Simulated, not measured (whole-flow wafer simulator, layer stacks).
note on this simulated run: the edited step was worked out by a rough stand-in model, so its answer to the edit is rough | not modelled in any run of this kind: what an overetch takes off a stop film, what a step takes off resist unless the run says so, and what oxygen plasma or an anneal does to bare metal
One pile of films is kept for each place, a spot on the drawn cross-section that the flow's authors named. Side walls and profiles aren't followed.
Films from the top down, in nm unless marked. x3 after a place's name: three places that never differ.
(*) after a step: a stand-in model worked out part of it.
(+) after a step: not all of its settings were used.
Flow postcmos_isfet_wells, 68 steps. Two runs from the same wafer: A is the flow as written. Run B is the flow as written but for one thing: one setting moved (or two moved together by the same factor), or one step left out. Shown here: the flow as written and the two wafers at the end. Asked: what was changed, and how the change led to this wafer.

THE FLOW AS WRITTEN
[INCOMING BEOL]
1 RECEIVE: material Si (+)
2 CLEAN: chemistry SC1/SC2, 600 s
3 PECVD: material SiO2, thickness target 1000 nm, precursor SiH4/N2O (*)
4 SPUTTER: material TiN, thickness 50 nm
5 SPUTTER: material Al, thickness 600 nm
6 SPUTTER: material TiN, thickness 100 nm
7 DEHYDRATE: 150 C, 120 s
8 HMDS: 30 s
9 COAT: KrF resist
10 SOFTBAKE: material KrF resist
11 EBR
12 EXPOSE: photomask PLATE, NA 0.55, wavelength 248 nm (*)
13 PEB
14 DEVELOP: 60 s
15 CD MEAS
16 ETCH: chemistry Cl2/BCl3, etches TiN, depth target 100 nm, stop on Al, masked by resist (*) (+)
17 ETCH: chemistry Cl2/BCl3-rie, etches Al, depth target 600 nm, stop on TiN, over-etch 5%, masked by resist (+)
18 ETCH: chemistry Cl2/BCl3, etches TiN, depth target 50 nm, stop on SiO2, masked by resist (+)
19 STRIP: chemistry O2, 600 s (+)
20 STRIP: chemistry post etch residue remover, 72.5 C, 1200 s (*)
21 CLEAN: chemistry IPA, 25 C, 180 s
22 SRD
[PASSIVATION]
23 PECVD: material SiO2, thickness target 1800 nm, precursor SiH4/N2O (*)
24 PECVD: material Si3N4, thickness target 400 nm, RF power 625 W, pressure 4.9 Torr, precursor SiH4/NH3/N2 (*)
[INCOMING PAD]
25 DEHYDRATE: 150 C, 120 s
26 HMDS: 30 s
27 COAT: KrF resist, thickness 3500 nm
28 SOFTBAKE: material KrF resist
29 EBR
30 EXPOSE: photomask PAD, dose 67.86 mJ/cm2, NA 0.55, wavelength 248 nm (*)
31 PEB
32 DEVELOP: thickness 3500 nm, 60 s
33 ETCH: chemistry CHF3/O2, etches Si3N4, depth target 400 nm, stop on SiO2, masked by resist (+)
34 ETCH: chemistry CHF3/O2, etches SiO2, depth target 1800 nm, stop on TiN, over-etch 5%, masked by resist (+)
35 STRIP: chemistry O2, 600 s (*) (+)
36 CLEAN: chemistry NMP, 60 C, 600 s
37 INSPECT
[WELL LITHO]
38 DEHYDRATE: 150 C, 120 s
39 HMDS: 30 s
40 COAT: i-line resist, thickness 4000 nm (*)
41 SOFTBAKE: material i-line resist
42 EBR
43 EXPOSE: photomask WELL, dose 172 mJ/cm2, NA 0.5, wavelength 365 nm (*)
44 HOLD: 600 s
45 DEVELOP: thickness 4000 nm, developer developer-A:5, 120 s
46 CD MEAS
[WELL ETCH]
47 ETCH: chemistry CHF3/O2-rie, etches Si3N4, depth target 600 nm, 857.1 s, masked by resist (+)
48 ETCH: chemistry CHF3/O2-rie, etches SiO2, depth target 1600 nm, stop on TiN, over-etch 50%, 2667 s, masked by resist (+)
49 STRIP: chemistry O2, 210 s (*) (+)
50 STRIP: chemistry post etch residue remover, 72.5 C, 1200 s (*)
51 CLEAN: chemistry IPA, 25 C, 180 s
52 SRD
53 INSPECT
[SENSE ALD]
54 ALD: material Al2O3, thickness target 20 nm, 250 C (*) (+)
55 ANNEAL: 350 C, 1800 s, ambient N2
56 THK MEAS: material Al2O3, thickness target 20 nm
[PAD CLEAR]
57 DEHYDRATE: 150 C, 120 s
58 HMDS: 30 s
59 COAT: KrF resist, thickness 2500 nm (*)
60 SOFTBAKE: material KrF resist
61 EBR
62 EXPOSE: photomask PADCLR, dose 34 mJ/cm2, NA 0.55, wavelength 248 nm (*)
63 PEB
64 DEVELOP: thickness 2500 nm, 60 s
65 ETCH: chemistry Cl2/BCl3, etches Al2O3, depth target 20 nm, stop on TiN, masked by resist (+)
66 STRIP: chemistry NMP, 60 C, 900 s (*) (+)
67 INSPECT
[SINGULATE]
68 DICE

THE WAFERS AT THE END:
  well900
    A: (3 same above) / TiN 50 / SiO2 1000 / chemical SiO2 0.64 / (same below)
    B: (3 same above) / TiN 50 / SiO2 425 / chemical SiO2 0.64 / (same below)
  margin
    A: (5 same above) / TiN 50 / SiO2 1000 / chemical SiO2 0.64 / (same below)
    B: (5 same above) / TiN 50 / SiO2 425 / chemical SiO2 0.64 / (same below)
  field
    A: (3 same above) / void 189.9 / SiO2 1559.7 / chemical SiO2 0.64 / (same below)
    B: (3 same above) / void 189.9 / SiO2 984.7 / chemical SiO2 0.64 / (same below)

The cause: step 3, PECVD: thickness target 425 nm was run, where the flow has thickness target 1000 nm.
It can be read off the wafer: well900 has SiO2 425, and step 3 as written asks for 1000 nm.

How the change led to this, step by step:
  3 PECVD: material SiO2, thickness target 1000 nm, precursor SiH4/N2O (*)
      field, margin, well900, well1300 x3, pad_rim, pad_clr, pad_open: A SiO2 +1000 (new film) | B SiO2 +425 (new film)
